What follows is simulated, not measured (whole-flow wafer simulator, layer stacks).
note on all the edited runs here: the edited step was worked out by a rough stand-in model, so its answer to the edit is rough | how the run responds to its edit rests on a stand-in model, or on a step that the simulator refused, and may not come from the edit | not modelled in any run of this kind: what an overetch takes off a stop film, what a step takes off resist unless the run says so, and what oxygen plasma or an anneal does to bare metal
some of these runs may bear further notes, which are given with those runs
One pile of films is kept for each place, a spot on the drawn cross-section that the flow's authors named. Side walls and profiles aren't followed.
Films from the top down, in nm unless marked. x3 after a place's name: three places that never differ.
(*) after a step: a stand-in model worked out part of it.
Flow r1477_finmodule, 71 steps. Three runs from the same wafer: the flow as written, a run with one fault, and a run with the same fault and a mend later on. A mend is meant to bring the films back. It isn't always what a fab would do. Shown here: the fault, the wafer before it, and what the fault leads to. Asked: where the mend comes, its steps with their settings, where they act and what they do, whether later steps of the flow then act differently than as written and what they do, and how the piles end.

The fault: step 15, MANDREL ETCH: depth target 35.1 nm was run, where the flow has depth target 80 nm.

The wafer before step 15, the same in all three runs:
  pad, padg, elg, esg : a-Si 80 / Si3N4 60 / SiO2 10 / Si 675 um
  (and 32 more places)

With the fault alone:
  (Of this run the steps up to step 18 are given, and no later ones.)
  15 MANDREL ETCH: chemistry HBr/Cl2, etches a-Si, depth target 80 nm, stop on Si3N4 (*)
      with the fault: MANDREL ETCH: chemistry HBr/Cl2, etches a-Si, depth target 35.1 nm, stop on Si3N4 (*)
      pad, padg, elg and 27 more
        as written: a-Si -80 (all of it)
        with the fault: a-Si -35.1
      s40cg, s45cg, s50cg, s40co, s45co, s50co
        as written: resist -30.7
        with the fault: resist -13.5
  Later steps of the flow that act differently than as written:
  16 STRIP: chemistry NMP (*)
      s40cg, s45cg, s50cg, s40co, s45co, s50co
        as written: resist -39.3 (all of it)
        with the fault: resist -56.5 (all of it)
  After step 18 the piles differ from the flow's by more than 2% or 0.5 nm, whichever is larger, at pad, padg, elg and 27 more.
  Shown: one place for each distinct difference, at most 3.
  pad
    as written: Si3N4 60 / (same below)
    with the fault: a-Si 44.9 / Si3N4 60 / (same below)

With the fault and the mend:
  The mend comes after step 16.
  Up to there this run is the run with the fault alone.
  16a DEHYDRATE: 150 C, 120 s (the flow's step 9 once more)
      changes no film at any place that is followed
  16b COAT: resist, thickness 70 nm (*) (the flow's step 10 once more)
      pad, padg, elg and 15 more
        resist +70 (new film)
      s40cg, s40co
        resist +46.9 (new film)
      s40sg, s40so
        resist +81.5 (new film)
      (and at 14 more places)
  16c SOFTBAKE: 180 C, 180 s (*) (the flow's step 11 once more)
      changes no film at any place that is followed
  16d EXPOSE: resist, photomask FIN MANDREL (the flow's step 12 once more)
      changes no film at any place that is followed
  16e DEVELOP (*) (the flow's step 13 once more)
      pad, padg, elg and 15 more
        resist -70 (all of it)
      s40sg, s40so
        resist -81.5 (all of it)
      s40sg_line, s40so_line
        resist -81.7 (all of it)
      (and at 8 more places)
  16f MANDREL ETCH: chemistry HBr/Cl2, etches a-Si, depth target 44.9 nm, stop on Si3N4 (*) (the flow's step 15 once more, with other settings)
      pad, padg, elg and 27 more
        a-Si -44.9 (all of it)
      s40cg, s45cg, s50cg, s40co, s45co, s50co
        resist -17.2
  16g STRIP: chemistry NMP (*) (the flow's step 16 once more)
      s40cg, s40co
        resist -29.7 (all of it)
      s45cg, s45co
        resist -31.1 (all of it)
      s50cg, s50co
        resist -32.6 (all of it)
  No later step of the flow acts differently than as written at any place that is followed.
  At the end the piles are the same as the flow's at every place that both follow.
